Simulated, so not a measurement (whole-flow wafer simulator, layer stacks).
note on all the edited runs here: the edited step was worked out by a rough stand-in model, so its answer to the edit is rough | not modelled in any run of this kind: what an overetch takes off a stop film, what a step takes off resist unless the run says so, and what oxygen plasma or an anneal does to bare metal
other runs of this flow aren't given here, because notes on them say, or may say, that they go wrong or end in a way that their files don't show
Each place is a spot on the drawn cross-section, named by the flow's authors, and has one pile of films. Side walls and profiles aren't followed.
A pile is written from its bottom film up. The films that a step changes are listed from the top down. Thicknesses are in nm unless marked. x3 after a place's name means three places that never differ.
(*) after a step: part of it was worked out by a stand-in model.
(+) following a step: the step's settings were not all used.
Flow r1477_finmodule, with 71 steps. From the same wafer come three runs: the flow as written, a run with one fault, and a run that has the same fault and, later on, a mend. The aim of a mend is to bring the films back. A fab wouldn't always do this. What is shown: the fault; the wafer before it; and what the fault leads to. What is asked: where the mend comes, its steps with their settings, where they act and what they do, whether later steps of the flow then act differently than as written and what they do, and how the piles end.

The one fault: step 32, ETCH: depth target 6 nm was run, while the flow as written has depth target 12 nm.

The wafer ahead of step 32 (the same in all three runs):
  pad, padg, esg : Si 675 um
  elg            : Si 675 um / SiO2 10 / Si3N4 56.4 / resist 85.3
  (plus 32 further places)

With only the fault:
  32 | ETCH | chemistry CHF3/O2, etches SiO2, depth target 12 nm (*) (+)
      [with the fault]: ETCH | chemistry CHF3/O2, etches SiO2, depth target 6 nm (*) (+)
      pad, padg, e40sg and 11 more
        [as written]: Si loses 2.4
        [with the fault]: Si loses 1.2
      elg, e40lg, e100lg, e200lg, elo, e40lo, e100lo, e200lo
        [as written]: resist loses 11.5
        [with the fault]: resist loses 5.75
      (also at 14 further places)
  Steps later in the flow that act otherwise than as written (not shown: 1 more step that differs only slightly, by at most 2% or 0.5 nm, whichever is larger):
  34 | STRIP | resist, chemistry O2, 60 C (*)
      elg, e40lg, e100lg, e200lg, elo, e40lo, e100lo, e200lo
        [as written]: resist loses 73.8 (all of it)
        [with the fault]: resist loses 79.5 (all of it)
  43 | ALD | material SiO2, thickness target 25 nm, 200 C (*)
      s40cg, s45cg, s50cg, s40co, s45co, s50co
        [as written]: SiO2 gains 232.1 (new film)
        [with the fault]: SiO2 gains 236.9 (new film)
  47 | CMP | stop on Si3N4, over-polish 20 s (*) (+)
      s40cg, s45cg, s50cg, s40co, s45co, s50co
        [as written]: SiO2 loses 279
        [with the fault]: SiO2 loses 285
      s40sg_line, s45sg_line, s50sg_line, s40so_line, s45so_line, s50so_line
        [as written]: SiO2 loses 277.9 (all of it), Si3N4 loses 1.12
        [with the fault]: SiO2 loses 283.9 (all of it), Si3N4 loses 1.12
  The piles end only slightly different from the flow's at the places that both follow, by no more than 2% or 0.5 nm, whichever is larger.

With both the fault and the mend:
  The mend follows step 32.
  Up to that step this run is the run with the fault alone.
  32a | ETCH | chemistry CHF3/O2, etches SiO2, depth target 6 nm (*) (the flow's step 32, run once more with other settings)
      pad, padg, e40sg and 11 more
        Si loses 1.2
      elg, e40lg, e100lg, e200lg, elo, e40lo, e100lo, e200lo
        resist loses 5.75
      s40sg_line, s45sg_line, s50sg_line, s40so_line, s45so_line, s50so_line
        SiO2 loses 6
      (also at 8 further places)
  Every later step of the flow that is run acts as written, at every place that is followed, to within 2% or 0.5 nm, whichever is larger.
  The piles end only slightly different from the flow's at the places that both follow, by no more than 2% or 0.5 nm, whichever is larger.
